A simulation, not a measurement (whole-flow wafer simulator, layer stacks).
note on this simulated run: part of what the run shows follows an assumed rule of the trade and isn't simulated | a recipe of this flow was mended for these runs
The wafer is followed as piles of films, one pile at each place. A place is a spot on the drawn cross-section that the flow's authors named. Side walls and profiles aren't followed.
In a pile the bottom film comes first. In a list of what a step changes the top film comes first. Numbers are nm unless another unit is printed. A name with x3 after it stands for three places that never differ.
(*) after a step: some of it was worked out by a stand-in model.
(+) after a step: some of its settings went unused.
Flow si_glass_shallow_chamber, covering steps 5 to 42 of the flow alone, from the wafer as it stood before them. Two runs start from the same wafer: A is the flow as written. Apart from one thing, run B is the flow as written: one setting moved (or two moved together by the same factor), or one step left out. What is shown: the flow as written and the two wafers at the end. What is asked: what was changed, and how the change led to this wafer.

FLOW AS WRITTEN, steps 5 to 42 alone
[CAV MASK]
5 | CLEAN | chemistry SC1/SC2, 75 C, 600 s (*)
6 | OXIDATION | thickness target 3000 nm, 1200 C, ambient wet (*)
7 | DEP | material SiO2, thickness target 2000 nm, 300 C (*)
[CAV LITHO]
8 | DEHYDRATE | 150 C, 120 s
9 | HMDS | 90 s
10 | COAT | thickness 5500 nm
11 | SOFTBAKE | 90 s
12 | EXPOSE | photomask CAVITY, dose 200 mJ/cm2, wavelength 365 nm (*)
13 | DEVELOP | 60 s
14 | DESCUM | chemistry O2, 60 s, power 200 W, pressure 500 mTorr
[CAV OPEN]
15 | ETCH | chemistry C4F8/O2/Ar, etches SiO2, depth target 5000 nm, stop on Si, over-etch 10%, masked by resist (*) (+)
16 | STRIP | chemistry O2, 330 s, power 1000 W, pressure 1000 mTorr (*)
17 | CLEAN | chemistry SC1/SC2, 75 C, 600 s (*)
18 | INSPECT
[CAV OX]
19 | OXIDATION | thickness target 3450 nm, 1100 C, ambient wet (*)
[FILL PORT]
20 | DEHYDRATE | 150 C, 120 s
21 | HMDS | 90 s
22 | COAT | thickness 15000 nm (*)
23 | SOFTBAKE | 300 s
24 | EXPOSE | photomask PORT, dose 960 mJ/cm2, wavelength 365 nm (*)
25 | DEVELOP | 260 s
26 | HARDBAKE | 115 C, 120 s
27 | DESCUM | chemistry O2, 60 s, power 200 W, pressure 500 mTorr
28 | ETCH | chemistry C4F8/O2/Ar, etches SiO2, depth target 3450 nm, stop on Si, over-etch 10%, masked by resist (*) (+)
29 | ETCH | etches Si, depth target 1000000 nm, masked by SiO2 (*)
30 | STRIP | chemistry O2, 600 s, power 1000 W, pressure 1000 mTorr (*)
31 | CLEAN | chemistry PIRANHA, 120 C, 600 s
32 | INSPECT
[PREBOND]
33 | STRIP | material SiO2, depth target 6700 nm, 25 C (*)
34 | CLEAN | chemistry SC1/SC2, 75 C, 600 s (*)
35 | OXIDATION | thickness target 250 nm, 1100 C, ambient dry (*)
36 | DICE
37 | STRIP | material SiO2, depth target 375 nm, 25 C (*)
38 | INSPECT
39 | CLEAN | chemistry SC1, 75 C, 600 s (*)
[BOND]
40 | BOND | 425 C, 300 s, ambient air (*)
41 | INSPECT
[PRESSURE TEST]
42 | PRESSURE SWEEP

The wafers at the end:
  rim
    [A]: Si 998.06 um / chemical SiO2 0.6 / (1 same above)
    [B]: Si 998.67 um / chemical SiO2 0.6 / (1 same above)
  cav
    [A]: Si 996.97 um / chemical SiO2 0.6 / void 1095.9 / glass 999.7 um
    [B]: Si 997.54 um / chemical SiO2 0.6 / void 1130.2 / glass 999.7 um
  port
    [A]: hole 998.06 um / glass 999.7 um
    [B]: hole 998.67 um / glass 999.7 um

Cause: step 6, OXIDATION: thickness target 1200 nm was run, whereas the flow has thickness target 3000 nm.

The path from the change to this, step by step:
  6 | OXIDATION | thickness target 3000 nm, 1200 C, ambient wet (*)
      rim, ramp, cav, port, septum, ring: A +3000 SiO2 (new film), -0.6 chemical SiO2 (all of it), -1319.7 Si | B +1200 SiO2 (new film), -0.6 chemical SiO2 (all of it), -527.7 Si
  15 | ETCH | chemistry C4F8/O2/Ar, etches SiO2, depth target 5000 nm, stop on Si, over-etch 10%, masked by resist (*) (+)
      rim, ramp, septum, ring: A -1100 thick-i-line-resist | B -704 thick-i-line-resist
      cav, port: A -5000 SiO2 (all of it), -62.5 Si | B -3200 SiO2 (all of it), -287.5 Si
  16 | STRIP | chemistry O2, 330 s, power 1000 W, pressure 1000 mTorr (*)
      rim, ramp, septum, ring: A -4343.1 thick-i-line-resist (all of it) | B -4739.1 thick-i-line-resist (all of it)
  19 | OXIDATION | thickness target 3450 nm, 1100 C, ambient wet (*)
      rim, ramp, septum, ring: A +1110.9 SiO2, -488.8 Si | B +1544.3 SiO2, -679.5 Si
  22 | COAT | thickness 15000 nm (*)
      rim: A +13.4 um thick-i-line-resist (new film) | B +13.95 um thick-i-line-resist (new film)
      ramp: A +12.89 um thick-i-line-resist (new film) | B +13.62 um thick-i-line-resist (new film)
      (as well as at 4 more places)
  23 | SOFTBAKE | 300 s
      rim: A -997 thick-i-line-resist | B -628.1 thick-i-line-resist
      ramp: A -487.1 thick-i-line-resist | B -297.9 thick-i-line-resist
      (as well as at 4 more places)
  25 | DEVELOP | 260 s
      port: A -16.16 um thick-i-line-resist (all of it) | B -15.75 um thick-i-line-resist (all of it)
  26 | HARDBAKE | 115 C, 120 s
      rim, ramp: A -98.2 thick-i-line-resist | B -109.5 thick-i-line-resist
      cav: A -147.1 thick-i-line-resist | B -137.9 thick-i-line-resist
  29 | ETCH | etches Si, depth target 1000000 nm, masked by SiO2 (*)
      rim: A -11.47 um thick-i-line-resist (all of it), -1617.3 SiO2 | B -12.39 um thick-i-line-resist (all of it), -1131.6 SiO2
      ramp: A -11.47 um thick-i-line-resist (all of it), -1617.3 SiO2 | B -12.38 um thick-i-line-resist (all of it), -1131.7 SiO2
      (as well as at 3 more places)
  30 | STRIP | chemistry O2, 600 s, power 1000 W, pressure 1000 mTorr (*)
      cav: A -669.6 thick-i-line-resist (all of it) | B -268.3 thick-i-line-resist (all of it)
  33 | STRIP | material SiO2, depth target 6700 nm, 25 C (*)
      rim: A -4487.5 SiO2 (all of it) | B -3606.7 SiO2 (all of it)
      ramp: A -4487.5 SiO2 (all of it) | B -3606.6 SiO2 (all of it)
      (as well as at 2 more places)
  40 | BOND | 425 C, 300 s, ambient air (*)
      cav: A +999.7 um glass (new film), +1095.9 void (new film) | B +999.7 um glass (new film), +1130.2 void (new film)
      port: A +999.7 um glass (new film), +1017.3 hole | B +999.7 um glass (new film), +1051.5 hole
